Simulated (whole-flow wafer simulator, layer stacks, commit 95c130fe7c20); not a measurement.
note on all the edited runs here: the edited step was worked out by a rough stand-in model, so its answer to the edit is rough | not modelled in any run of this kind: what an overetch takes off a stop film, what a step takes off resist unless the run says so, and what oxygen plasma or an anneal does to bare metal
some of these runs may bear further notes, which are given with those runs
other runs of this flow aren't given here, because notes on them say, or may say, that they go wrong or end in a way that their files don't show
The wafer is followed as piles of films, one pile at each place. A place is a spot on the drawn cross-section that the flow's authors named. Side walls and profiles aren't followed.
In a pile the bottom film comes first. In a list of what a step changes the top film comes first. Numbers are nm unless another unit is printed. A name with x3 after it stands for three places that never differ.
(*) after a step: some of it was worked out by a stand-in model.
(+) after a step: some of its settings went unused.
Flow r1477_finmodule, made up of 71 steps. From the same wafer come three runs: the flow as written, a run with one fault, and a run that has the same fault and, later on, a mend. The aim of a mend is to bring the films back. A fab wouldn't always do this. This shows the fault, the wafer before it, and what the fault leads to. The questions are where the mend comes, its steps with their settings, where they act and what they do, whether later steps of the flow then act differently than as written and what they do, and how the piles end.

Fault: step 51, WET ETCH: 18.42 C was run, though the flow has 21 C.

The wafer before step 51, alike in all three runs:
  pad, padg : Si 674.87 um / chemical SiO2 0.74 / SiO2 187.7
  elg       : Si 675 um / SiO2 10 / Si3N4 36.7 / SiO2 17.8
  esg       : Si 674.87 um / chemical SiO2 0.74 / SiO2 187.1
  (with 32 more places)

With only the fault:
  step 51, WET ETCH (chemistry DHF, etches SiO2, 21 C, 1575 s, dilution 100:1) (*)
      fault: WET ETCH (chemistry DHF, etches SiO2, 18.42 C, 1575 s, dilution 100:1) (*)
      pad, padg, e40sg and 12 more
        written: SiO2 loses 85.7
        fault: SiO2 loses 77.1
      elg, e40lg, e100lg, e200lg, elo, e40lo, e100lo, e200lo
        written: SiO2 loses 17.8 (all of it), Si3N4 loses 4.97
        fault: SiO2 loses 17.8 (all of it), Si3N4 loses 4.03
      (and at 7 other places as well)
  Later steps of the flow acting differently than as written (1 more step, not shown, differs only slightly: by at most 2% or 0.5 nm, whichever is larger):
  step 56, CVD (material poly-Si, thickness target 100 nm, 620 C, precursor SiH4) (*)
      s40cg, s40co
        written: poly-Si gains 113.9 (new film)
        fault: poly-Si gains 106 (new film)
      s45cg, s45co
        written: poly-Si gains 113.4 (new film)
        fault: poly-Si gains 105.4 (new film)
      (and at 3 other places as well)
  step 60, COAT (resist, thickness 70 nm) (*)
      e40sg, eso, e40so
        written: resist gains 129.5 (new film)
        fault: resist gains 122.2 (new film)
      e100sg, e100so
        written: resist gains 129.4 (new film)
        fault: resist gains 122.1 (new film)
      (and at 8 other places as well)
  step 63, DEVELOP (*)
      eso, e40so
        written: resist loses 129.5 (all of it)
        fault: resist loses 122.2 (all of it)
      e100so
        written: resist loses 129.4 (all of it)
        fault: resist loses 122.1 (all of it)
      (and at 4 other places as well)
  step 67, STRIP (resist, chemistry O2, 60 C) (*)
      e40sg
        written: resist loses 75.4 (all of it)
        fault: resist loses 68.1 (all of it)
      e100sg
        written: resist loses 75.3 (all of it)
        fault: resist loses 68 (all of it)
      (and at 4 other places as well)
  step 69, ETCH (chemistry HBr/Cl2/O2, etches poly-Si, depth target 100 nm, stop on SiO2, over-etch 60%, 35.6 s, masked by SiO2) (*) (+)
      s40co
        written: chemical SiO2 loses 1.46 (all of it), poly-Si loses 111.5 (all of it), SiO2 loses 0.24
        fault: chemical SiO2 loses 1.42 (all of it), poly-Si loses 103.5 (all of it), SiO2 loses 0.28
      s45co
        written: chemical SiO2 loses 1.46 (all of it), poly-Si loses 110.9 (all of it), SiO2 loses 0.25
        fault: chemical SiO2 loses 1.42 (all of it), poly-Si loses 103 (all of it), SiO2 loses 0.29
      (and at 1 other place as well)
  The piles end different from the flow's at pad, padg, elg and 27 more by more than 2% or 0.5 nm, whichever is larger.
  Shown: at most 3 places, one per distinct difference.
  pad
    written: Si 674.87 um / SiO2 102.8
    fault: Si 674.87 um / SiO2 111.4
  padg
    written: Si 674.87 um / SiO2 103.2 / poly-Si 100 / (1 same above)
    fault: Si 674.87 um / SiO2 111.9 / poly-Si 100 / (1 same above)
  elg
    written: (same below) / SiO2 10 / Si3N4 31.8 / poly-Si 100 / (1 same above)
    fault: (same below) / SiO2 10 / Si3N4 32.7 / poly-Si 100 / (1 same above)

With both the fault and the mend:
  The mend follows step 51.
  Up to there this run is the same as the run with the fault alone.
  step 51a, WET ETCH (chemistry DHF, etches SiO2, 21 C, 155.9 s, dilution 100:1) (*) (the flow's step 51, run once more with other settings)
      pad, padg, e40sg and 12 more
        SiO2 loses 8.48
      elg, e40lg, e100lg, e200lg, elo, e40lo, e100lo, e200lo
        Si3N4 loses 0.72
      esg, s40cg, s45cg, s50cg, s40co, s45co, s50co
        SiO2 loses 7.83
  Later steps of the flow that are run all act as written at every place that is followed, up to a difference of at most 2% or 0.5 nm, whichever is larger.
  The piles end only slightly different from the flow's at the places that both follow, by no more than 2% or 0.5 nm, whichever is larger.
